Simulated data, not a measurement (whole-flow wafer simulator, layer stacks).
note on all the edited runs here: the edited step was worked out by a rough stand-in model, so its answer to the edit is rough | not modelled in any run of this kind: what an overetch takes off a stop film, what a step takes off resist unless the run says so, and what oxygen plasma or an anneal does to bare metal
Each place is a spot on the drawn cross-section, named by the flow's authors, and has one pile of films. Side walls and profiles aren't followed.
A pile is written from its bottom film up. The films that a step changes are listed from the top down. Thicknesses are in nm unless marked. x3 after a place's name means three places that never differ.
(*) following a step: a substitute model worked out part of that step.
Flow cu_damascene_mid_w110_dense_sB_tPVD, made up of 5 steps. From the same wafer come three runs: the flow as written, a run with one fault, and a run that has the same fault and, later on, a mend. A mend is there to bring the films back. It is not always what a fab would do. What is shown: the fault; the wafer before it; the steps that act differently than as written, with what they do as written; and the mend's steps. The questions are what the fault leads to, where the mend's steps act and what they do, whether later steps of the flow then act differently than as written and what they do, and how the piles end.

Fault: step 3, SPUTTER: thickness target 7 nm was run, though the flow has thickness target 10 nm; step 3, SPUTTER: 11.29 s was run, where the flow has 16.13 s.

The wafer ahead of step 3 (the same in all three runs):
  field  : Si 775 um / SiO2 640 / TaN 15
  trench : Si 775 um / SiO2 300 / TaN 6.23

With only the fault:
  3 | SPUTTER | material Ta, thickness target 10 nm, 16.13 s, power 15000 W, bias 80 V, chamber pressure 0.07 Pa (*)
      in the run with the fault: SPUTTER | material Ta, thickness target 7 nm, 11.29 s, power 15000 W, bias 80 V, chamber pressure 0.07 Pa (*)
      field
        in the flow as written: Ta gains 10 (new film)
        in the run with the fault: Ta gains 7 (new film)
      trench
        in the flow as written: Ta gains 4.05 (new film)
        in the run with the fault: Ta gains 2.83 (new film)
  None of the later steps of the flow differs from how it acts as written, at any place that is followed, by more than 2% or 0.5 nm, whichever is larger.
  The piles end different from the flow's at field, trench by more than 2% or 0.5 nm, whichever is larger.
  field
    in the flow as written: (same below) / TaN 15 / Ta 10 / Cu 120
    in the run with the fault: (same below) / TaN 15 / Ta 7 / Cu 120
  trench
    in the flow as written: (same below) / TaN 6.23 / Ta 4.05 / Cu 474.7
    in the run with the fault: (same below) / TaN 6.23 / Ta 2.83 / Cu 472.9

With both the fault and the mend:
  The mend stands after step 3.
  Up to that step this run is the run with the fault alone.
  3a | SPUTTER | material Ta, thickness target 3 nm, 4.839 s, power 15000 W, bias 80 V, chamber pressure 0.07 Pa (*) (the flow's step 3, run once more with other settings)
      field
        Ta gains 3
      trench
        Ta gains 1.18
  None of the later steps of the flow differs from how it acts as written, at any place that is followed, by more than 2% or 0.5 nm, whichever is larger.
  The piles end only slightly different from the flow's at the places that both follow, by no more than 2% or 0.5 nm, whichever is larger.
